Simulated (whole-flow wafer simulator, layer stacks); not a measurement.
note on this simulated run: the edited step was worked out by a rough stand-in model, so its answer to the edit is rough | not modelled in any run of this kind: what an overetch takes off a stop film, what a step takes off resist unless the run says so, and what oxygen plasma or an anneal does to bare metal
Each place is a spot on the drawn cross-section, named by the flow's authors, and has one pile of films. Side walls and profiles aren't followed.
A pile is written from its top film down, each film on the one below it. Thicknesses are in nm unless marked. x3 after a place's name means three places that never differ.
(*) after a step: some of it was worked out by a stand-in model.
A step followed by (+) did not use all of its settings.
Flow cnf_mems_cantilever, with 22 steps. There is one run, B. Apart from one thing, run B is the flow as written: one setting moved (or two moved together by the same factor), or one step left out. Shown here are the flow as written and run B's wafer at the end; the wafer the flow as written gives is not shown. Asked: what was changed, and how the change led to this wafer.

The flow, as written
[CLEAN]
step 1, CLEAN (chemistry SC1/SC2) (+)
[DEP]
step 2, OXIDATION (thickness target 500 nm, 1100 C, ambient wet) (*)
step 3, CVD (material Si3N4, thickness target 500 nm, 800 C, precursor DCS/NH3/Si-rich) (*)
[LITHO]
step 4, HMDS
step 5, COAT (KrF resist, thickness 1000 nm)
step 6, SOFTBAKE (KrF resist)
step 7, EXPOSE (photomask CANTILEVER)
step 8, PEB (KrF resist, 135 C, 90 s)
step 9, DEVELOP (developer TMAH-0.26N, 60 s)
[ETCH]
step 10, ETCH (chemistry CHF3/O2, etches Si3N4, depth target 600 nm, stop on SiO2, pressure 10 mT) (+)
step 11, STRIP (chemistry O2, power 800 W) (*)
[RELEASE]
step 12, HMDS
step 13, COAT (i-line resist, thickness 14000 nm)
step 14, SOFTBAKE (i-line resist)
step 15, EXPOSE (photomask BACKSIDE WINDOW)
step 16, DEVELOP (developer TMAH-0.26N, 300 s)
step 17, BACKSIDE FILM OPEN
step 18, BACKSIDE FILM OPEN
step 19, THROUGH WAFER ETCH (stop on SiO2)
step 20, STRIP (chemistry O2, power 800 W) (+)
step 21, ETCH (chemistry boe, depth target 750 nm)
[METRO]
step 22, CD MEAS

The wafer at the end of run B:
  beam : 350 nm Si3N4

The reason: step 3, CVD: thickness target 350 nm was run, though the flow has thickness target 500 nm.
The wafer itself shows it: beam has Si3N4 350, and step 3 as written asks for 500 nm.

Step by step, how the change led to this:
  step 3, CVD (material Si3N4, thickness target 500 nm, 800 C, precursor DCS/NH3/Si-rich) (*)
      field, beam: +350 Si3N4 (new film) (in the flow as written it would be: +500 Si3N4 (new film))
  step 10, ETCH (chemistry CHF3/O2, etches Si3N4, depth target 600 nm, stop on SiO2, pressure 10 mT) (+)
      field: -350 Si3N4 (all of it) (in the flow as written it would be: -500 Si3N4 (all of it))
      beam: -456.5 KrF resist (in the flow as written it would be: -521.7 KrF resist)
  step 11, STRIP (chemistry O2, power 800 W) (*)
      beam: -485.1 KrF resist (all of it) (in the flow as written it would be: -419.9 KrF resist (all of it))
